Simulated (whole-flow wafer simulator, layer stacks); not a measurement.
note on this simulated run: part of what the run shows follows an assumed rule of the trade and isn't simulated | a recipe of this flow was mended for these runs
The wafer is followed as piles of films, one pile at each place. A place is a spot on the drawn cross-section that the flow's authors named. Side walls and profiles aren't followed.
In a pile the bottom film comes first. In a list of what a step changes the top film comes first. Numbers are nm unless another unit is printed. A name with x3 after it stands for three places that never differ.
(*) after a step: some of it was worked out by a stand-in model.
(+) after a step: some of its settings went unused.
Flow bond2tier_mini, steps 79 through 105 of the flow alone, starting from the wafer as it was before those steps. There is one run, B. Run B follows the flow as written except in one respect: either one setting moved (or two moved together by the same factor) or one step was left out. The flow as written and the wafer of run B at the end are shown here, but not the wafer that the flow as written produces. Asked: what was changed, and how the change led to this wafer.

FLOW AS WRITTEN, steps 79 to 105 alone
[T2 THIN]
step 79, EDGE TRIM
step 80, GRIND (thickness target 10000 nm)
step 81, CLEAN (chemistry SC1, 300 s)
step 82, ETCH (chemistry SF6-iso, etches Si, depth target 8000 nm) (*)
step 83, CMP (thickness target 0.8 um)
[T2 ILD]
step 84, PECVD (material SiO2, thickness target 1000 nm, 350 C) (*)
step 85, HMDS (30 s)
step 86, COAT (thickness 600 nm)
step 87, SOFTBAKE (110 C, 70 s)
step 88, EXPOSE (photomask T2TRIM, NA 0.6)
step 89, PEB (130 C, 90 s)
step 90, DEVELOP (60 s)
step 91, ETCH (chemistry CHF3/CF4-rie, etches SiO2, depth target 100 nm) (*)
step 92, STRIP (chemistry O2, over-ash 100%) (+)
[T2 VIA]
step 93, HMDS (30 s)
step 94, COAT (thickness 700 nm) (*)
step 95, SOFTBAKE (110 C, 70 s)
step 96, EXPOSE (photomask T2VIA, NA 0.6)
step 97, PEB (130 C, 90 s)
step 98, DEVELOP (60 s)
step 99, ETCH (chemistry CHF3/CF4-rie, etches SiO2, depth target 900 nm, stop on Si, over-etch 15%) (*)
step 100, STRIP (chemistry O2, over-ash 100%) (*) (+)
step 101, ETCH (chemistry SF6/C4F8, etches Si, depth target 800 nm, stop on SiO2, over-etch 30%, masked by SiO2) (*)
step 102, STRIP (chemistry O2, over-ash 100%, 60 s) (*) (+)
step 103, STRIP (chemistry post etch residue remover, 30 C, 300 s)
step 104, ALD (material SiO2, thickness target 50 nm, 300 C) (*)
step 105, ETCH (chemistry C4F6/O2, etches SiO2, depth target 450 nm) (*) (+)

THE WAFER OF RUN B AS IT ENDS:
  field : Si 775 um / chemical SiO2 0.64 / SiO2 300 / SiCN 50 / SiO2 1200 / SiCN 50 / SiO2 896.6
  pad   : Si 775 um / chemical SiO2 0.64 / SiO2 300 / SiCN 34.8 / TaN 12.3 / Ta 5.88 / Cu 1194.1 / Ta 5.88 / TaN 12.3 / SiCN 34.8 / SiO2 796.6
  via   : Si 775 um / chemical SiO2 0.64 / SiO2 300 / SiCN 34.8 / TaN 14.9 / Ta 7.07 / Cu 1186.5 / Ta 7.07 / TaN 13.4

What caused this: step 80, GRIND: thickness target 7840 nm was run, though the flow has thickness target 10000 nm.

How this came from the change, step by step:
  step 80, GRIND (thickness target 10000 nm)
      field, pad, via: Si loses 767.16 um (it would be, as written: Si loses 765 um)
  step 82, ETCH (chemistry SF6-iso, etches Si, depth target 8000 nm) (*)
      field, pad, via: chemical SiO2 loses 0.6 (all of it), Si loses 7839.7 (all of it), chemical SiO2 loses 0.64 (all of it), SiO2 loses 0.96 (it would be, as written: chemical SiO2 loses 0.6 (all of it), Si loses 8000)
  step 83, CMP (thickness target 0.8 um)
      field, pad, via: nothing (it would be, as written: Si loses 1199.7)
  step 84, PECVD (material SiO2, thickness target 1000 nm, 350 C) (*)
      field, pad, via: SiO2 gains 1000 (it would be, as written: SiO2 gains 1000 (new film))
  step 99, ETCH (chemistry CHF3/CF4-rie, etches SiO2, depth target 900 nm, stop on Si, over-etch 15%) (*)
      via: SiO2 loses 1035 (it would be, as written: SiO2 loses 900 (all of it), Si loses 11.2)
  step 101, ETCH (chemistry SF6/C4F8, etches Si, depth target 800 nm, stop on SiO2, over-etch 30%, masked by SiO2) (*)
      via: SiO2 loses 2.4 (it would be, as written: Si loses 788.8 (all of it), chemical SiO2 loses 0.64 (all of it), SiO2 loses 1.87)
      field, pad: SiO2 loses 2.4 (it would be, as written: SiO2 loses 10.3)
  step 105, ETCH (chemistry C4F6/O2, etches SiO2, depth target 450 nm) (*) (+)
      via: SiO2 loses 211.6 (all of it), SiCN loses 34.8 (all of it), TaN loses 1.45 (it would be, as written: SiO2 loses 348.1 (all of it), SiCN loses 17.2)
